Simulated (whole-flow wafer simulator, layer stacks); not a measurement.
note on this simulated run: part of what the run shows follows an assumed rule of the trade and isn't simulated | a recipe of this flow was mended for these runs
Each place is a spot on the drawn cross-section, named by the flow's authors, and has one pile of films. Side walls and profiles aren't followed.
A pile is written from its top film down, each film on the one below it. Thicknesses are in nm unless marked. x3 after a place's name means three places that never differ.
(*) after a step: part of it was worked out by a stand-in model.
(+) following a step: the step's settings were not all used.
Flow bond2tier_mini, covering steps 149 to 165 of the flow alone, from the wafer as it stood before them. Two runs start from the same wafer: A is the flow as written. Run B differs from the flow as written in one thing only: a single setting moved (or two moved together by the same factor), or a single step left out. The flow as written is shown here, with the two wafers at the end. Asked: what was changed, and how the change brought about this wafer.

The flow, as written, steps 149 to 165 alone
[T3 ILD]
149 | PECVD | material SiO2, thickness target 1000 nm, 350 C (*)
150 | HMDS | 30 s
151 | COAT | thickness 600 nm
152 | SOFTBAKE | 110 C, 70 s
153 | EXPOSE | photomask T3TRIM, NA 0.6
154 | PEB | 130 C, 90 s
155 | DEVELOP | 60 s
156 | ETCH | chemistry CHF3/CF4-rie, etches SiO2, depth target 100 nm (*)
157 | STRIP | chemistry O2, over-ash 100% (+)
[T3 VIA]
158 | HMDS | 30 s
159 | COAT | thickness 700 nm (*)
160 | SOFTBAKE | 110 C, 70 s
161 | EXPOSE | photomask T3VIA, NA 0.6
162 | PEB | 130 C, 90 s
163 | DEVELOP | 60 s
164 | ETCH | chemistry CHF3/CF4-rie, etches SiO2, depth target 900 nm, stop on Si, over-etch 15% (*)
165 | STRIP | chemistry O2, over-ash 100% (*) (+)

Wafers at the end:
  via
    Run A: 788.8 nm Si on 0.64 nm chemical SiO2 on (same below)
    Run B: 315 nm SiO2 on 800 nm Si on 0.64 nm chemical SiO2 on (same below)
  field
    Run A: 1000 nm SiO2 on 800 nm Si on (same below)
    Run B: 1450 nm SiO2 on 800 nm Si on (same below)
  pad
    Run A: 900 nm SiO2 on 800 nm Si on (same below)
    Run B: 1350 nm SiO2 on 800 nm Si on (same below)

What caused this: step 149, PECVD: thickness target 1450 nm was run, though the flow has thickness target 1000 nm.
The wafer lets one read it off: field has SiO2 1450, and step 149 as written asks for 1000 nm.

The path from the change to this, step by step:
  149 | PECVD | material SiO2, thickness target 1000 nm, 350 C (*)
      field, pad, via: A SiO2 gains 1000 (new film) | B SiO2 gains 1450 (new film)
  164 | ETCH | chemistry CHF3/CF4-rie, etches SiO2, depth target 900 nm, stop on Si, over-etch 15% (*)
      via: A SiO2 loses 900 (all of it), Si loses 11.2 | B SiO2 loses 1035
